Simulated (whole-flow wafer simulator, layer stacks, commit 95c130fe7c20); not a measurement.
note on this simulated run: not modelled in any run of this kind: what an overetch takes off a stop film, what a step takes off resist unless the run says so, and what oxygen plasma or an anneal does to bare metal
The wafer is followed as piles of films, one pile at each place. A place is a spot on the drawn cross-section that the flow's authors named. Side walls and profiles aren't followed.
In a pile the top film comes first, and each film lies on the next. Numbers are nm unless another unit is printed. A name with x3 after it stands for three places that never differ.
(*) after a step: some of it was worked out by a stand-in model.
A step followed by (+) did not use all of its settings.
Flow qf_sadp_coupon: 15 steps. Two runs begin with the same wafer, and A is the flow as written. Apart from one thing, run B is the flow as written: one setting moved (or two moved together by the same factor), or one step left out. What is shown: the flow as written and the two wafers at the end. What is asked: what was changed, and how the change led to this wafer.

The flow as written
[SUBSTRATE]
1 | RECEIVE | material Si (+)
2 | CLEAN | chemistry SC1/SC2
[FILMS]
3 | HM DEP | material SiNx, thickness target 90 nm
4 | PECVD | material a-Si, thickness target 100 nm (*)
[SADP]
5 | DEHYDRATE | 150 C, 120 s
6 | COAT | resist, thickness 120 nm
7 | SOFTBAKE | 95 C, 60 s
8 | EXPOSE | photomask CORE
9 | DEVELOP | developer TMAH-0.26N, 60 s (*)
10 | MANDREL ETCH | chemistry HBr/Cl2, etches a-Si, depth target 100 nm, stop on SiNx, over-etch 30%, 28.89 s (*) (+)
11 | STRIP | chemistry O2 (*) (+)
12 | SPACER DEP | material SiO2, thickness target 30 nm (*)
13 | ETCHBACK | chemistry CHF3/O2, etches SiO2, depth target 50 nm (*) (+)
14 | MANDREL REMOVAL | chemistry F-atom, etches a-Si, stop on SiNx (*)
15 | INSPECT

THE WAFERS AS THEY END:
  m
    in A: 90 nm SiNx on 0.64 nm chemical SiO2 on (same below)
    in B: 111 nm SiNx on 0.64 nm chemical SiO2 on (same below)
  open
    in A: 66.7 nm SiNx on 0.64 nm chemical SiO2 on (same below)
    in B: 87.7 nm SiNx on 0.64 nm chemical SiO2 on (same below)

What caused this: step 3, HM DEP: thickness target 111 nm was run, though the flow has thickness target 90 nm.
The wafer itself shows it: m has SiNx 111, and step 3 as written asks for 90 nm.

Step by step, how the change led to this:
  3 | HM DEP | material SiNx, thickness target 90 nm
      m, open: A +90 SiNx (new film) | B +111 SiNx (new film)
